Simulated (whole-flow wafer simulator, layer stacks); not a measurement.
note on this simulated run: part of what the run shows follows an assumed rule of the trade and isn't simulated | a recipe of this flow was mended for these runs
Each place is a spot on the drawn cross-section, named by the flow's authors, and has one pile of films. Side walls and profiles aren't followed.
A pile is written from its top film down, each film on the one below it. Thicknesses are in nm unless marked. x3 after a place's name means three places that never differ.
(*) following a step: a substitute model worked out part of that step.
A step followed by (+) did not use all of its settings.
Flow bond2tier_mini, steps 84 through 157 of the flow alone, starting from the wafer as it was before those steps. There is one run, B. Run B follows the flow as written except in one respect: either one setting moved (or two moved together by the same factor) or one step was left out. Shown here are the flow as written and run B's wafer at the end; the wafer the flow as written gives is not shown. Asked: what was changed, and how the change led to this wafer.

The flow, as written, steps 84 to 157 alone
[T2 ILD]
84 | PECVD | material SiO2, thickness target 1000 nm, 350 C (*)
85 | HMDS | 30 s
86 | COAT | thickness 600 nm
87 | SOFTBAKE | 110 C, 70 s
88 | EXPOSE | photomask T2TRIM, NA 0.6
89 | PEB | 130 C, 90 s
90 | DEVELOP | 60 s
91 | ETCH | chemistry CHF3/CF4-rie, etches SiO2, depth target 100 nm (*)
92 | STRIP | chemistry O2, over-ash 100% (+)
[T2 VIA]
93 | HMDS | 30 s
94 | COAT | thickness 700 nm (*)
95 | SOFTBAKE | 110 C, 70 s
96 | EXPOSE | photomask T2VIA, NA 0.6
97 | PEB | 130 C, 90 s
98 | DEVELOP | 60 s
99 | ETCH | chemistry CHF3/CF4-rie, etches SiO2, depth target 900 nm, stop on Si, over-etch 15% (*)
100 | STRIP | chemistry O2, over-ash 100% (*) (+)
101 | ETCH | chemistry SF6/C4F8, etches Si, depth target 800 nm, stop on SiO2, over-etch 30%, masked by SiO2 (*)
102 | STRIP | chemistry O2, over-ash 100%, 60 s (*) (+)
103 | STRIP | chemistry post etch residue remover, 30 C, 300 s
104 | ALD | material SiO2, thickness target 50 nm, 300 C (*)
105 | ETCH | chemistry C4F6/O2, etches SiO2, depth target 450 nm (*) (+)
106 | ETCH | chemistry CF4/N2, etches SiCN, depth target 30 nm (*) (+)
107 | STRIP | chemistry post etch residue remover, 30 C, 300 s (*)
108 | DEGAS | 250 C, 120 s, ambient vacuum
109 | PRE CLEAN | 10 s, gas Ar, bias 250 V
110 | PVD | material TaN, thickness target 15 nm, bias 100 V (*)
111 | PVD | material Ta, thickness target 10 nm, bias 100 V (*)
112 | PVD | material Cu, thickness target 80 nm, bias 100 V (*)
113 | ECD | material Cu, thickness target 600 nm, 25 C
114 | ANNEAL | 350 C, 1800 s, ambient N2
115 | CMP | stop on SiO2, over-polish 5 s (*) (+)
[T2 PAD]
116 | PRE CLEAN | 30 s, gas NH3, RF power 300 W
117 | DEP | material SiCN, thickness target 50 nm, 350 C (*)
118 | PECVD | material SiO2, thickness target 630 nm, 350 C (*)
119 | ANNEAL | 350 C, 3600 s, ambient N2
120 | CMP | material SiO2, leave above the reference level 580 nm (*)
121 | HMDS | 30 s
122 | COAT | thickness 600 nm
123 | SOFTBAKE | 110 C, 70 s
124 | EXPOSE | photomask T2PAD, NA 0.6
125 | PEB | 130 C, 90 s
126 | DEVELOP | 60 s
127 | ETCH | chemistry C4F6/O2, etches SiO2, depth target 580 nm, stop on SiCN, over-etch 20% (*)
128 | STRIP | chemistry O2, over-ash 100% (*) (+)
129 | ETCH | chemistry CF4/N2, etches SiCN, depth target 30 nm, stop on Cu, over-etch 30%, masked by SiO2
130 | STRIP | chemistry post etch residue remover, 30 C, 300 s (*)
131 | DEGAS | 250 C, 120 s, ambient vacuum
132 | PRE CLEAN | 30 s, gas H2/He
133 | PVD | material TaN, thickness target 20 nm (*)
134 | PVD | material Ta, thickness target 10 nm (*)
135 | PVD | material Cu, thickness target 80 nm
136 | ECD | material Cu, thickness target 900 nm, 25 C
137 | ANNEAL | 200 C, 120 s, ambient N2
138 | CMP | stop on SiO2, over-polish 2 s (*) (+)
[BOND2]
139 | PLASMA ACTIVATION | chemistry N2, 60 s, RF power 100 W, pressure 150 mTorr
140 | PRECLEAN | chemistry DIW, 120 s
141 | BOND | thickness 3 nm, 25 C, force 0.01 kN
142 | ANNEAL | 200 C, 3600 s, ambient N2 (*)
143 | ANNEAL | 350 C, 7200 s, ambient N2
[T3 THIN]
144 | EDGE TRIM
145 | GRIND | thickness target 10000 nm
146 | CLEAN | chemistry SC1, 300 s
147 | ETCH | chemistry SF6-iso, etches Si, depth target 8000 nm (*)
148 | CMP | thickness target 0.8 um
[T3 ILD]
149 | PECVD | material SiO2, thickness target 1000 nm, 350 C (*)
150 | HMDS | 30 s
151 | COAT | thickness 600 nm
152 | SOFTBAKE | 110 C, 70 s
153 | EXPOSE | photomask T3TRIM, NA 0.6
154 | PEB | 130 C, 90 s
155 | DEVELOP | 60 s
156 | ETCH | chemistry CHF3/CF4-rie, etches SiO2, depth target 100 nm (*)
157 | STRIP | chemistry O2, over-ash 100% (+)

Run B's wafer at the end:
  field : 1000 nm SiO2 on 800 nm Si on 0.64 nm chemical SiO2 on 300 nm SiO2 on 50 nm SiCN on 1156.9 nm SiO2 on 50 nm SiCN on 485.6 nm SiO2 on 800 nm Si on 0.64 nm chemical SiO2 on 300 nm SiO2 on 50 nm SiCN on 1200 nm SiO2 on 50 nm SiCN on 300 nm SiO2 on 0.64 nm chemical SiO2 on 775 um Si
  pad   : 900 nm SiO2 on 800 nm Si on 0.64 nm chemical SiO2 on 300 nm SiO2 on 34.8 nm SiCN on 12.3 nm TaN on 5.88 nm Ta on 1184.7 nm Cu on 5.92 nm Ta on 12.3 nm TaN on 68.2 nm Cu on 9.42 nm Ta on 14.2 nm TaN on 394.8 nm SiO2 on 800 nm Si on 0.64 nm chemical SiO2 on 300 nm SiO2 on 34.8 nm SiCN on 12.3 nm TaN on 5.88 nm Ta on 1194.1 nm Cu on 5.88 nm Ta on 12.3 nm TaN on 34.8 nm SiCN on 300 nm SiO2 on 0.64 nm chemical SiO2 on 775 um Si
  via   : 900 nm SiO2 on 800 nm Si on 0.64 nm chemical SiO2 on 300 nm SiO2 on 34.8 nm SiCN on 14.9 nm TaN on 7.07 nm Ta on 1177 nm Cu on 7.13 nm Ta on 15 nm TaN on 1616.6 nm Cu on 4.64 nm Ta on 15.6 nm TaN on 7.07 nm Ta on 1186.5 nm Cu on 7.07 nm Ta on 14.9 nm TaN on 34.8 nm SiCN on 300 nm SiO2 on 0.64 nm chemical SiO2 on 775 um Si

What caused this: step 84, PECVD: thickness target 928 nm was run, while the flow as written has thickness target 1000 nm.

Step by step, how the change led to this:
  84 | PECVD | material SiO2, thickness target 1000 nm, 350 C (*)
      field, pad, via: +928 SiO2 (new film) (it would be, as written: +1000 SiO2 (new film))
  99 | ETCH | chemistry CHF3/CF4-rie, etches SiO2, depth target 900 nm, stop on Si, over-etch 15% (*)
      field, pad: -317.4 thick-KrF-resist (it would be, as written: -345 thick-KrF-resist)
      via: -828 SiO2 (all of it), -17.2 Si (it would be, as written: -900 SiO2 (all of it), -11.2 Si)
  100 | STRIP | chemistry O2, over-ash 100% (*) (+)
      field: -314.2 thick-KrF-resist (all of it) (it would be, as written: -286.6 thick-KrF-resist (all of it))
      pad: -400.5 thick-KrF-resist (all of it) (it would be, as written: -372.9 thick-KrF-resist (all of it))
  113 | ECD | material Cu, thickness target 600 nm, 25 C
      via: +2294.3 Cu (it would be, as written: +2367 Cu)
